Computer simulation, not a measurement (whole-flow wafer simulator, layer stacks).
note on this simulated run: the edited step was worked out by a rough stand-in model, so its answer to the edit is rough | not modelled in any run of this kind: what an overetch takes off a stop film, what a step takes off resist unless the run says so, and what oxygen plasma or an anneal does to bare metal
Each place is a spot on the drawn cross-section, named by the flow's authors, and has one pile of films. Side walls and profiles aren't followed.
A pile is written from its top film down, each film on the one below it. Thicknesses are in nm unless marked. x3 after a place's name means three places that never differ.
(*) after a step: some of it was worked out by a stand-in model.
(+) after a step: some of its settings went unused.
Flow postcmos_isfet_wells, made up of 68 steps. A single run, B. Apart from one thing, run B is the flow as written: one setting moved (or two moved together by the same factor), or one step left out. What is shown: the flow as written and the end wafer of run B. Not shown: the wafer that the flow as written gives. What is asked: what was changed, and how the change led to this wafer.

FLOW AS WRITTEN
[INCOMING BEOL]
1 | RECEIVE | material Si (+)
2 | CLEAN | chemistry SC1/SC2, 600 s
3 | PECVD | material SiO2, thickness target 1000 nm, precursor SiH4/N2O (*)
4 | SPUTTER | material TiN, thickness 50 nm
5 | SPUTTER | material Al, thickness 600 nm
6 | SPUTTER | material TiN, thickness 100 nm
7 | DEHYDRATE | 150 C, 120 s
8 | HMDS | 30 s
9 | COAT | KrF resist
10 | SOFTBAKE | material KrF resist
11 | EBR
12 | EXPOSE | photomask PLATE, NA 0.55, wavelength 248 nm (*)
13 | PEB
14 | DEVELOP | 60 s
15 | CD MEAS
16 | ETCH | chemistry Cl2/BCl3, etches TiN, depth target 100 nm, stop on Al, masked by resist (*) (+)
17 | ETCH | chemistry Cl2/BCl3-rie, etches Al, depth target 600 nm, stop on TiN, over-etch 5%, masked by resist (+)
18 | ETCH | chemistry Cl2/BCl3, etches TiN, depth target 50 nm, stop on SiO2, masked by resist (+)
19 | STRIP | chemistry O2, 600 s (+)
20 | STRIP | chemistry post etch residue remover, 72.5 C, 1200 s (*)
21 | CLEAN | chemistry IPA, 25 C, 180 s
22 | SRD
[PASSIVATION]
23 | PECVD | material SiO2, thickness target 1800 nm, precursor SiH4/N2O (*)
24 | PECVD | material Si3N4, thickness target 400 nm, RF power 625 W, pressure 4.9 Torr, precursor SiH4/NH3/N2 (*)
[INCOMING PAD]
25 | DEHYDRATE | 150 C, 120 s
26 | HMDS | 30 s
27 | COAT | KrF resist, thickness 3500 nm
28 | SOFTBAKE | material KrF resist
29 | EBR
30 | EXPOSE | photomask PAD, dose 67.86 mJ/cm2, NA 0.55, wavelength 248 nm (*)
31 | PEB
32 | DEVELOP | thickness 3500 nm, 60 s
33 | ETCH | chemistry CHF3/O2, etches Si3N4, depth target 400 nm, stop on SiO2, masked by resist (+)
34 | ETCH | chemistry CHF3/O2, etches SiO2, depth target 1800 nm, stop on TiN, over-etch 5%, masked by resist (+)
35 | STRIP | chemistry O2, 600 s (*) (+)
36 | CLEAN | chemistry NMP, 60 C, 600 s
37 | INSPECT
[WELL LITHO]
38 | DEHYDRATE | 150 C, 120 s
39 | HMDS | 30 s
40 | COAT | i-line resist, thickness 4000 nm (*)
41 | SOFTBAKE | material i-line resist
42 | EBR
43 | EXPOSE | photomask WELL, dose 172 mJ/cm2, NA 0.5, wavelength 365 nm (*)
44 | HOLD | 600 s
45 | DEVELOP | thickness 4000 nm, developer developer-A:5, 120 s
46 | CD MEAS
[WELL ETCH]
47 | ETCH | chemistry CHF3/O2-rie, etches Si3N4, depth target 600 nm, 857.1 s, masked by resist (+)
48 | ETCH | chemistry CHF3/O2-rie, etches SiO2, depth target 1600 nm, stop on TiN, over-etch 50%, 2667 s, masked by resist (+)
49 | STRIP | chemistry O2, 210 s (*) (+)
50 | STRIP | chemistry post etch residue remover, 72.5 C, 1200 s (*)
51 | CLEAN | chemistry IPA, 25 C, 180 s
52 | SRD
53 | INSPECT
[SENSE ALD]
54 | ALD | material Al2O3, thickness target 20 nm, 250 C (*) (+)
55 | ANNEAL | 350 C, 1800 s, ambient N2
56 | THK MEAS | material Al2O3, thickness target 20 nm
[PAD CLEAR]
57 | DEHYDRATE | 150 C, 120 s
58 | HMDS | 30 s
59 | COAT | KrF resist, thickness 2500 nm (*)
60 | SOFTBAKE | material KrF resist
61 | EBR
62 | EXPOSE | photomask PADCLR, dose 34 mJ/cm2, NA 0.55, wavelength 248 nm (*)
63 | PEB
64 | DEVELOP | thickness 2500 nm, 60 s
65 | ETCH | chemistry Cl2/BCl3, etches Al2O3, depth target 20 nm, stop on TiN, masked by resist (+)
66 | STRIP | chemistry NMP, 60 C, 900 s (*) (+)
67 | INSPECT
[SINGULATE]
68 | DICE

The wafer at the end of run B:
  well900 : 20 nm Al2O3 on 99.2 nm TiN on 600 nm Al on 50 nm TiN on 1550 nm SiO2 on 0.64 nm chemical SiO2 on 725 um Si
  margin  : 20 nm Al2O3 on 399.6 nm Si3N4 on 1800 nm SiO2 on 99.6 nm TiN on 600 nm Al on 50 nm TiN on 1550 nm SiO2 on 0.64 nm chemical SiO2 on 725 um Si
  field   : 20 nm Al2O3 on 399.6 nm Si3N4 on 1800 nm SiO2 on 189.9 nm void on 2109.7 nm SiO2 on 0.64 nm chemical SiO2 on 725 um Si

What caused this: step 3, PECVD: thickness target 1550 nm was run, whereas the flow has thickness target 1000 nm.
The wafer lets one read it off: well900 has SiO2 1550, and step 3 as written asks for 1000 nm.

The path from the change to this, step by step:
  3 | PECVD | material SiO2, thickness target 1000 nm, precursor SiH4/N2O (*)
      field, margin, well900, well1300 x3, pad_rim, pad_clr, pad_open: +1550 SiO2 (new film) (as written it would have been: +1000 SiO2 (new film))
